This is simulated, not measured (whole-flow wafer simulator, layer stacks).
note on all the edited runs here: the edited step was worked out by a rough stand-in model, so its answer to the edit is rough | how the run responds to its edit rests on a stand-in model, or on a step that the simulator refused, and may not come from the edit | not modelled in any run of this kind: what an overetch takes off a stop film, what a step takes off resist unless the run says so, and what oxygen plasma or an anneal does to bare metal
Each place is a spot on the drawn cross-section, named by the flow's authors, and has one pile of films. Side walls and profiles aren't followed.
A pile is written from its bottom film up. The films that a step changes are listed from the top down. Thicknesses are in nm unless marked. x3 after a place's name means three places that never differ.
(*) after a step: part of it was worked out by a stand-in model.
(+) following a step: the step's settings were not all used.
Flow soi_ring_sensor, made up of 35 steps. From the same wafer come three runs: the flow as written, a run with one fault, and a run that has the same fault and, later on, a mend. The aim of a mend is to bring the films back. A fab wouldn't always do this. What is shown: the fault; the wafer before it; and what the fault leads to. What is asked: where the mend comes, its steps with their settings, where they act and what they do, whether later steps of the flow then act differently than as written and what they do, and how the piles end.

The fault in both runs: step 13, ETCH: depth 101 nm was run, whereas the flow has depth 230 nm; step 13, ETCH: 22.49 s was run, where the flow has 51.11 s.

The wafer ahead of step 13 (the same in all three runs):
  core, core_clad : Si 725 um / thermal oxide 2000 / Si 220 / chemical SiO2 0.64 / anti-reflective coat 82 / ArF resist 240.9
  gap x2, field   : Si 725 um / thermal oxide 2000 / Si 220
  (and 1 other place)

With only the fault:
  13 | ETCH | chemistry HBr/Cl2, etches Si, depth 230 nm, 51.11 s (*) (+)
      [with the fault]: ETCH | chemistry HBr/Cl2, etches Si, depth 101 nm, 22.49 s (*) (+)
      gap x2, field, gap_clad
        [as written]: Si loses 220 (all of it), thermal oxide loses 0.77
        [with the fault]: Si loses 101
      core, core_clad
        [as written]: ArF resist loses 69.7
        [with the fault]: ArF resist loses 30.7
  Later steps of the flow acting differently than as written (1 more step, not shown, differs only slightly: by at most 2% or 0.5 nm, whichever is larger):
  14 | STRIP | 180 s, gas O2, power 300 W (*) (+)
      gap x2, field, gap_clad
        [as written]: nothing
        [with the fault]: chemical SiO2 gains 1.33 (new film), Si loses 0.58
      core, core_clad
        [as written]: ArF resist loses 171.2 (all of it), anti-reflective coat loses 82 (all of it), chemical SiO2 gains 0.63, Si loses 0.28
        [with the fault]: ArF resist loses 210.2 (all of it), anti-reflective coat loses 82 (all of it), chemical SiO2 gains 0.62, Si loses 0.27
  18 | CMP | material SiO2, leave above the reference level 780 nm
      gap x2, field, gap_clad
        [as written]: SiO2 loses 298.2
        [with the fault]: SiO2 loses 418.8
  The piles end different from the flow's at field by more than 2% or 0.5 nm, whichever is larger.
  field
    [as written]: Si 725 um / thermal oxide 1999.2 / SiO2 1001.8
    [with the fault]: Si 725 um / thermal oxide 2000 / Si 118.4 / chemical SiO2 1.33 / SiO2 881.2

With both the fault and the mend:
  The mend stands after step 13.
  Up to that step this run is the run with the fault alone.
  13a | ETCH | chemistry HBr/Cl2, etches Si, depth 129 nm, 28.67 s (*) (+) (the flow's step 13 again, with other settings)
      gap x2, field, gap_clad
        Si loses 119 (all of it), thermal oxide loses 0.77
      core, core_clad
        ArF resist loses 39.1
  Every later step of the flow that is run acts as written, at every place that is followed, to within 2% or 0.5 nm, whichever is larger.
  The piles end the same as the flow's at every place that both follow.
